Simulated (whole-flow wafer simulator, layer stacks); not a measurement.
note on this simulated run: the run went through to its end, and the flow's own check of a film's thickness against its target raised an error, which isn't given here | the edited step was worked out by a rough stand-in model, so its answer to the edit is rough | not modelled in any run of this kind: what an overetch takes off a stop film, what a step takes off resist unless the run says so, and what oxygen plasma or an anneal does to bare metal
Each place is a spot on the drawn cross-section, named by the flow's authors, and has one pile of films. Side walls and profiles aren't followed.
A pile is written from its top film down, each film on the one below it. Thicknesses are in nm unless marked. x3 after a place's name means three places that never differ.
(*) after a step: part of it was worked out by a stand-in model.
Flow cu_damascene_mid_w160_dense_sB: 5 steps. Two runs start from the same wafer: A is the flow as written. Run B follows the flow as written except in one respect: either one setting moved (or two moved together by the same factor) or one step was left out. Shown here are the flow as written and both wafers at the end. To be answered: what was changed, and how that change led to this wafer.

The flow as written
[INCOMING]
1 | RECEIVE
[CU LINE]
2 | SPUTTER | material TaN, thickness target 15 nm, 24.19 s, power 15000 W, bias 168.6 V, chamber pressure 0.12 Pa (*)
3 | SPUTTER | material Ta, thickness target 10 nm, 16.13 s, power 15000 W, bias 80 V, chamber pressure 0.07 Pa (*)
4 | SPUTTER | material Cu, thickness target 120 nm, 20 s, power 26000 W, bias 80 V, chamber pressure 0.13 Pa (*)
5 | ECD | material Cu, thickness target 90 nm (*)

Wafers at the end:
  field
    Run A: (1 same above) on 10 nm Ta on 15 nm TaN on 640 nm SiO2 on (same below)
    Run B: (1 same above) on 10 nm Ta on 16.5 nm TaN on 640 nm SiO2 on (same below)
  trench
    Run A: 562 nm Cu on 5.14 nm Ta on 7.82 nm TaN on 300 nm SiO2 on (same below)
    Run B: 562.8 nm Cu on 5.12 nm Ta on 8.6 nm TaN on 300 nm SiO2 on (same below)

The reason: step 2, SPUTTER: thickness target 16.5 nm was run, whereas the flow has thickness target 15 nm; step 2, SPUTTER: 26.61 s was run, where the flow has 24.19 s.
The wafer itself shows it: field has TaN 16.5, and step 2 as written asks for 15 nm.

How this came from the change, step by step:
  2 | SPUTTER | material TaN, thickness target 15 nm, 24.19 s, power 15000 W, bias 168.6 V, chamber pressure 0.12 Pa (*)
      field: A TaN gains 15 (new film) | B TaN gains 16.5 (new film)
      trench: A TaN gains 7.82 (new film) | B TaN gains 8.6 (new film)
